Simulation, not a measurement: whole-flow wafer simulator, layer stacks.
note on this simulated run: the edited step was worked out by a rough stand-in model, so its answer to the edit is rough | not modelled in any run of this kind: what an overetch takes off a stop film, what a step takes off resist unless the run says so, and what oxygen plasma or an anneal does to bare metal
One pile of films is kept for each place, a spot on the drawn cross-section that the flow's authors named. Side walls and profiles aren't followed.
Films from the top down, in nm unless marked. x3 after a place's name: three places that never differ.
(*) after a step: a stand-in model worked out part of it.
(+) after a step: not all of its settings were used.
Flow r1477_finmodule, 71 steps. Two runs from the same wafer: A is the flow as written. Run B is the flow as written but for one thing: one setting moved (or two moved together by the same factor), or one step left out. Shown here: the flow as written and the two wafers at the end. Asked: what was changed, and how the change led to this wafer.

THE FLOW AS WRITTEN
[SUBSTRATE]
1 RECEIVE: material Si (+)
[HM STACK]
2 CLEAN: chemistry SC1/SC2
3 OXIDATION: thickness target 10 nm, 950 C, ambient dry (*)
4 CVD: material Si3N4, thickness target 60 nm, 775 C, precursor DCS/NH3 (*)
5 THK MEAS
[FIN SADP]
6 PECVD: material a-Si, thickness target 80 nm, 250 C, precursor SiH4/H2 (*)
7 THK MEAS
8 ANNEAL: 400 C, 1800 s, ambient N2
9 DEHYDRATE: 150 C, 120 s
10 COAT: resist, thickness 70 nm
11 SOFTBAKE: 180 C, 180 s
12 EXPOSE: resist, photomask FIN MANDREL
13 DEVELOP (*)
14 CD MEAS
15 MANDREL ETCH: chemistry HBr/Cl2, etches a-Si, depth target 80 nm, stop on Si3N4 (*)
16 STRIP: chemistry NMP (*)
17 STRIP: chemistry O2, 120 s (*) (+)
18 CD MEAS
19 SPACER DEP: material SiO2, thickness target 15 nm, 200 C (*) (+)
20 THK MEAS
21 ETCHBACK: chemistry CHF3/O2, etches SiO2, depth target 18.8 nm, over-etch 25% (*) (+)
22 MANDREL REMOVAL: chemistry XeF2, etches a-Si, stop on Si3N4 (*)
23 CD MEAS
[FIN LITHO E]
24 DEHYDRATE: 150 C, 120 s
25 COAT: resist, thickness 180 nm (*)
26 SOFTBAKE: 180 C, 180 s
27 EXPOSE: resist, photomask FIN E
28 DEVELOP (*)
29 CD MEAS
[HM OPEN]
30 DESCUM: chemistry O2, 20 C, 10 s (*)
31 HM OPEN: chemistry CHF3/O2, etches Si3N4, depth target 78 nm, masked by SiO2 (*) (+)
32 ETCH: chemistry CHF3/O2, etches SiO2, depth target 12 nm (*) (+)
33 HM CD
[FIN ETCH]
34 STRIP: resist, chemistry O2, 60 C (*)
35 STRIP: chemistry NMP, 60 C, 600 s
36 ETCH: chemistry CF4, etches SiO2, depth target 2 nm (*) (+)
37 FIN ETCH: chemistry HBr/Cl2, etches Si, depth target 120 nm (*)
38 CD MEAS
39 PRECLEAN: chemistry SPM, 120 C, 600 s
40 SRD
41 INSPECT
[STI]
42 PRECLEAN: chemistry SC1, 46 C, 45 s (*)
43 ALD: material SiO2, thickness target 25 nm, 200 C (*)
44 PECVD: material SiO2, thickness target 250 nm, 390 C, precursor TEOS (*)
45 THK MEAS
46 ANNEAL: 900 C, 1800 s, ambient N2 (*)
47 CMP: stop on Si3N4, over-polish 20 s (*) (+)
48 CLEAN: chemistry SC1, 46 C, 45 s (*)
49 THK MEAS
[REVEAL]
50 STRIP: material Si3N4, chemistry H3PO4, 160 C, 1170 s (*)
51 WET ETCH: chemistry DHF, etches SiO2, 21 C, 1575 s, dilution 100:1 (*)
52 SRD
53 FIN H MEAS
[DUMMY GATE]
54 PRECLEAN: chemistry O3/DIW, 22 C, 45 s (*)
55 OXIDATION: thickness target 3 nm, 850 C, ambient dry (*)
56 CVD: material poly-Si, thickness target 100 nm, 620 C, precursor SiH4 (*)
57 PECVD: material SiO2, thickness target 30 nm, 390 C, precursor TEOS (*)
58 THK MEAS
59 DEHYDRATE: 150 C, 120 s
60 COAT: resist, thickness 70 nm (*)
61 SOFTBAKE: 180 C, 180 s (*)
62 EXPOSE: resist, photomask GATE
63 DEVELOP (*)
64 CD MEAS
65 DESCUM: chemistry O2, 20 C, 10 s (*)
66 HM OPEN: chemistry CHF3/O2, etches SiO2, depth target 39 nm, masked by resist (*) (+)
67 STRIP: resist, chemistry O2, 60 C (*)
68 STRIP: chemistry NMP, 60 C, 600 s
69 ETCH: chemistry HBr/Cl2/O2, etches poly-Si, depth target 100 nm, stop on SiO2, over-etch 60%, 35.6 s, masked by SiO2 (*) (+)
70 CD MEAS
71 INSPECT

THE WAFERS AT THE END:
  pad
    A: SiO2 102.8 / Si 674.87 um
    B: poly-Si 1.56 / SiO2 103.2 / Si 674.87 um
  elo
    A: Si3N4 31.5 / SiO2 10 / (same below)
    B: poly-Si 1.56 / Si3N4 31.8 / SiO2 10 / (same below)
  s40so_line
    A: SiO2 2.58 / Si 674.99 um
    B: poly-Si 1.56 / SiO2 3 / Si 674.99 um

The cause: step 69, ETCH: depth target 60 nm was run, where the flow has depth target 100 nm.

How the change led to this, step by step:
  69 ETCH: chemistry HBr/Cl2/O2, etches poly-Si, depth target 100 nm, stop on SiO2, over-etch 60%, 35.6 s, masked by SiO2 (*) (+)
      pad, eso, e40so and 8 more: A chemical SiO2 -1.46 (all of it), poly-Si -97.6 (all of it), SiO2 -0.42 | B chemical SiO2 -1.46 (all of it), poly-Si -96
      elo, e40lo, e100lo, e200lo: A chemical SiO2 -1.46 (all of it), poly-Si -97.6 (all of it), Si3N4 -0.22 | B chemical SiO2 -1.46 (all of it), poly-Si -96
      (and at 21 more places)
